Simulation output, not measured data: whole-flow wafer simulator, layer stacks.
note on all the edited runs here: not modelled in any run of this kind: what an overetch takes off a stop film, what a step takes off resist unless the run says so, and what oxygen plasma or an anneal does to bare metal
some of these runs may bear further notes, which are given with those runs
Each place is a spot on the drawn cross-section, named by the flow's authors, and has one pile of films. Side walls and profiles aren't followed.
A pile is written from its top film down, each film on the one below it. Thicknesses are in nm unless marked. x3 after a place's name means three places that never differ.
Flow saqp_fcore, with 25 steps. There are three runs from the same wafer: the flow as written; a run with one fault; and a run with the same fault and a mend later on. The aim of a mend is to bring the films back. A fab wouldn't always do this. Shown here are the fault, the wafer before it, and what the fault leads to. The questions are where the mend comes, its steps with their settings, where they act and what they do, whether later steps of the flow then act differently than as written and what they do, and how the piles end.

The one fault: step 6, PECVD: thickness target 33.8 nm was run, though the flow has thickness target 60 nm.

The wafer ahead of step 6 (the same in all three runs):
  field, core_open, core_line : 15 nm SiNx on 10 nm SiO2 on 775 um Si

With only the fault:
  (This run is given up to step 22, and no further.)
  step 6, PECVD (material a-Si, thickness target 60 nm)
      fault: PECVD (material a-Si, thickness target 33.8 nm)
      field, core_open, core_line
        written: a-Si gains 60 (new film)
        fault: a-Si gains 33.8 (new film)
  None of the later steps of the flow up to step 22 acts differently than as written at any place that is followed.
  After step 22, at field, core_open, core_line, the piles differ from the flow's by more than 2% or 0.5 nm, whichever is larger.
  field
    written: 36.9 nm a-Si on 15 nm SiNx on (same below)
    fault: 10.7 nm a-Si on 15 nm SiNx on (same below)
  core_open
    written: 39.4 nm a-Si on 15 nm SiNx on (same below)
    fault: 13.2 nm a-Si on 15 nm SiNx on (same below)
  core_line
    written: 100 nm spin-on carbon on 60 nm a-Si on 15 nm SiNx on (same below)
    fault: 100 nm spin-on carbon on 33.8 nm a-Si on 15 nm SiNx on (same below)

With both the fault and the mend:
  The mend stands after step 7.
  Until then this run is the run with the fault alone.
  step 7a, ETCH (chemistry tmah, depth target 38.87 nm)
      field, core_open, core_line
        a-Si loses 33.8 (all of it)
  step 7b, PECVD (material a-Si, thickness target 60 nm) (the flow's step 6, run once more)
      field, core_open, core_line
        a-Si gains 60 (new film)
  None of the later steps of the flow acts differently than as written at any place that is followed.
  By the end, the piles equal the flow's at every place that both follow.
